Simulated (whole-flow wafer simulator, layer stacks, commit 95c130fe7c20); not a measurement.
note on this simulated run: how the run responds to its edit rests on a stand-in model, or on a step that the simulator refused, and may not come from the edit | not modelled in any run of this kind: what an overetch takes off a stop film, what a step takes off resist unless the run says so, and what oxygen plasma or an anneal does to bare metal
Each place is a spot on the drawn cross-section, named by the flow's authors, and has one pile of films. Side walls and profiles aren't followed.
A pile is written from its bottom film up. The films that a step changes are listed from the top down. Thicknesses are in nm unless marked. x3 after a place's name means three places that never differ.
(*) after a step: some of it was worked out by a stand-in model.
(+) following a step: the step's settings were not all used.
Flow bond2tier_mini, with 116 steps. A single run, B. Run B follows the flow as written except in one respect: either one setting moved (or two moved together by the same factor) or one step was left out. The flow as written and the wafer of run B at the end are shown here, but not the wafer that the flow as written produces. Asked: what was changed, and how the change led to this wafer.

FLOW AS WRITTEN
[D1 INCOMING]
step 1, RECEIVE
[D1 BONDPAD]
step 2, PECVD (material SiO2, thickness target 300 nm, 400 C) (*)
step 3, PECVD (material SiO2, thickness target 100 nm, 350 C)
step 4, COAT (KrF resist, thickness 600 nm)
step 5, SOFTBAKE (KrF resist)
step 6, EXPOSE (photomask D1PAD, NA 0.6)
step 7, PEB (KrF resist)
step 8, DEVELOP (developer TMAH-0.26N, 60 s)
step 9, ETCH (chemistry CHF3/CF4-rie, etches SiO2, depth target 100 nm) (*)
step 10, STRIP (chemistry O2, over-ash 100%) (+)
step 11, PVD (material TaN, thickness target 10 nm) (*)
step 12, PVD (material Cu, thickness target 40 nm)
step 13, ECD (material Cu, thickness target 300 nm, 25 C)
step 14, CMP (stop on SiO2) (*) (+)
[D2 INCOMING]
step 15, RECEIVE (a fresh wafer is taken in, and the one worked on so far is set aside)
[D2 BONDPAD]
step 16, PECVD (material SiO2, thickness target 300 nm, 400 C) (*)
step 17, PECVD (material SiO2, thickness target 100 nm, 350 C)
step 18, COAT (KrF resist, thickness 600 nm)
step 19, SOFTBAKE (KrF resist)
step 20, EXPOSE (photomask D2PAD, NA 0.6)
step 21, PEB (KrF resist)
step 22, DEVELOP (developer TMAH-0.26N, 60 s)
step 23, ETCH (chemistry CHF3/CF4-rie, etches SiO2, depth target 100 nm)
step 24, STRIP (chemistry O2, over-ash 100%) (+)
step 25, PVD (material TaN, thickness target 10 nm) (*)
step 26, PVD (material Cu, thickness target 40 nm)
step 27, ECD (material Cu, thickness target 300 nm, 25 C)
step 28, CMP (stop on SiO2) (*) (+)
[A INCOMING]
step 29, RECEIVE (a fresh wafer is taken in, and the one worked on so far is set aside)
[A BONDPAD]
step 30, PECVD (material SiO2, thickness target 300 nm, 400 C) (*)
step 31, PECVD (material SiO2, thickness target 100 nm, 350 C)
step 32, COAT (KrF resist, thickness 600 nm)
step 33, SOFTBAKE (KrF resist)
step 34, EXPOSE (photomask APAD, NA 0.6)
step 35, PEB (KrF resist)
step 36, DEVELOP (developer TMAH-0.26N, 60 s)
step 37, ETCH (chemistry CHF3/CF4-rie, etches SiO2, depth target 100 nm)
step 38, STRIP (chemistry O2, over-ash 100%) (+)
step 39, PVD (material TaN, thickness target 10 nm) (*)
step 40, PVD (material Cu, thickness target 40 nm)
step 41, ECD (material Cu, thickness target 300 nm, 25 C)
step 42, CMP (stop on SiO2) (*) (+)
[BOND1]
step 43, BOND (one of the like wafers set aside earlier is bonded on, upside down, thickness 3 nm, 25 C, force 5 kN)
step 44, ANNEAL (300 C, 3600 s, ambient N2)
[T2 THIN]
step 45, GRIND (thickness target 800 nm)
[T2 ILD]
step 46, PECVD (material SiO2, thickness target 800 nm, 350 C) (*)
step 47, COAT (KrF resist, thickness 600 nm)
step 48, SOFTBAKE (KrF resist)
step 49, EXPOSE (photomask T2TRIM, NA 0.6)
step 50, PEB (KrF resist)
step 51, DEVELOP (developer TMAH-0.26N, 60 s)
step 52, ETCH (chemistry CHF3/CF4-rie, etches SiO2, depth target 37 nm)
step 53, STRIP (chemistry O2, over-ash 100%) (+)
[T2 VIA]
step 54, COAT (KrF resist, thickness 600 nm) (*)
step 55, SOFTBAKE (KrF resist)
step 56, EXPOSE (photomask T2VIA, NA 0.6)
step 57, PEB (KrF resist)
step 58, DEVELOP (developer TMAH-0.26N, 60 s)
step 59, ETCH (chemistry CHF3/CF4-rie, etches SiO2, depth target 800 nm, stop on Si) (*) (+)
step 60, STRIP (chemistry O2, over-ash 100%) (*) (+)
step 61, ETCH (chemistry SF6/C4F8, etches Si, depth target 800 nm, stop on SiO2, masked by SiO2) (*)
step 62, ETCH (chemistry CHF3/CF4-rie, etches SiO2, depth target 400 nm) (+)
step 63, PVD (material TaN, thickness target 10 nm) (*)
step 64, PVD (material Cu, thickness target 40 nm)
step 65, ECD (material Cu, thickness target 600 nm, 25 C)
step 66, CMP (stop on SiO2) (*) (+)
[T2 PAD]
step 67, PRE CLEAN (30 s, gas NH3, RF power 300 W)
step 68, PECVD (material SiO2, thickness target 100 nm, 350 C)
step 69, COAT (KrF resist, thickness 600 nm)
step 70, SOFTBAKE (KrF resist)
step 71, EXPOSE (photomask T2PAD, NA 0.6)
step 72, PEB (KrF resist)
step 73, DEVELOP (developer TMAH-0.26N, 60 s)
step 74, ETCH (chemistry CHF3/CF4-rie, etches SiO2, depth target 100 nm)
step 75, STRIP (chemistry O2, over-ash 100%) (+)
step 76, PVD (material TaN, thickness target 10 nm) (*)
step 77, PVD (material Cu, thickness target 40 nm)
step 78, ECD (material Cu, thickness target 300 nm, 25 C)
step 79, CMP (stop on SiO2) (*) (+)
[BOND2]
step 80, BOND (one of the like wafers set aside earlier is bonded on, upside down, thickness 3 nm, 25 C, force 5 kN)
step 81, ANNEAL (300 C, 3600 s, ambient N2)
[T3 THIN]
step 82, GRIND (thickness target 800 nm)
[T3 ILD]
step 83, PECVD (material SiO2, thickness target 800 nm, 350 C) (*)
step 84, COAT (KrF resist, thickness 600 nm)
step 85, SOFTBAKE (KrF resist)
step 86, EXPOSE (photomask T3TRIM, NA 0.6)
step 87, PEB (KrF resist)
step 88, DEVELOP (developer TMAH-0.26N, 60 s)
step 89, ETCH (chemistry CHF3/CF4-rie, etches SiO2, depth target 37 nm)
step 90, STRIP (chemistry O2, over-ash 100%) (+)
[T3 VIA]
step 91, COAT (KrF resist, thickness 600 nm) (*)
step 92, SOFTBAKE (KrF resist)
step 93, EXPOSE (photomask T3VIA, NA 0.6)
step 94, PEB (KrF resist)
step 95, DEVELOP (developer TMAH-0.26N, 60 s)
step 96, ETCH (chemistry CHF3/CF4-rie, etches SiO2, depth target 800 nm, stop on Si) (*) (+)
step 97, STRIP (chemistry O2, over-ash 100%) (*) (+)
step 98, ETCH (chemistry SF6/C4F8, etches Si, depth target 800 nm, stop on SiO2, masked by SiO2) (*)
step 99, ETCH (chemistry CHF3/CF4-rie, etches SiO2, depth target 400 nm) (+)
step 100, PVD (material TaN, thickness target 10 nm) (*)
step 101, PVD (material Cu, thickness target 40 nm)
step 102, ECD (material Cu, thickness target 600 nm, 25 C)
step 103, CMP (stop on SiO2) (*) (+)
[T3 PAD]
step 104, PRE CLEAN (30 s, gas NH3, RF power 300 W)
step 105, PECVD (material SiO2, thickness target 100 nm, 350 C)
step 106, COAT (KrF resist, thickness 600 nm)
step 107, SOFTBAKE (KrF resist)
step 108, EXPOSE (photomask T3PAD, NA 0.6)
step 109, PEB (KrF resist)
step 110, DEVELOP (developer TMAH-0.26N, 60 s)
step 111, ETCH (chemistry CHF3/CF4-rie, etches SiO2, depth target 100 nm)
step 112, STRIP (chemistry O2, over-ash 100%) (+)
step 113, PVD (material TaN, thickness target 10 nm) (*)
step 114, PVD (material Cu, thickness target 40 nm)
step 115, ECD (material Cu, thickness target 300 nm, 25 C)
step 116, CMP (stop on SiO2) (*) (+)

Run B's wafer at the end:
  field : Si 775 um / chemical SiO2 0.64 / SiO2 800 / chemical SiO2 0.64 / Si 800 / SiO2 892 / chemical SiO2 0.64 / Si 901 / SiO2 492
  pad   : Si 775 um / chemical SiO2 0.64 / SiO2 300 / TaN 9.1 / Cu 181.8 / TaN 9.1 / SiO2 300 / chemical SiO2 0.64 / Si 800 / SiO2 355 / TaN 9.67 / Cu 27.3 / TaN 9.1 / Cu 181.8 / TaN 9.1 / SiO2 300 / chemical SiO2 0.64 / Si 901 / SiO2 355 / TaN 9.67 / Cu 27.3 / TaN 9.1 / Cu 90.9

The reason: step 82, GRIND: thickness target 901 nm was run, though the flow has thickness target 800 nm.
The wafer itself shows it: field has Si 901, and step 82 as written asks for 800 nm.

How this came from the change, step by step:
  step 82, GRIND (thickness target 800 nm)
      field, pad: -774.1 um Si (it would be, as written: -774.2 um Si)
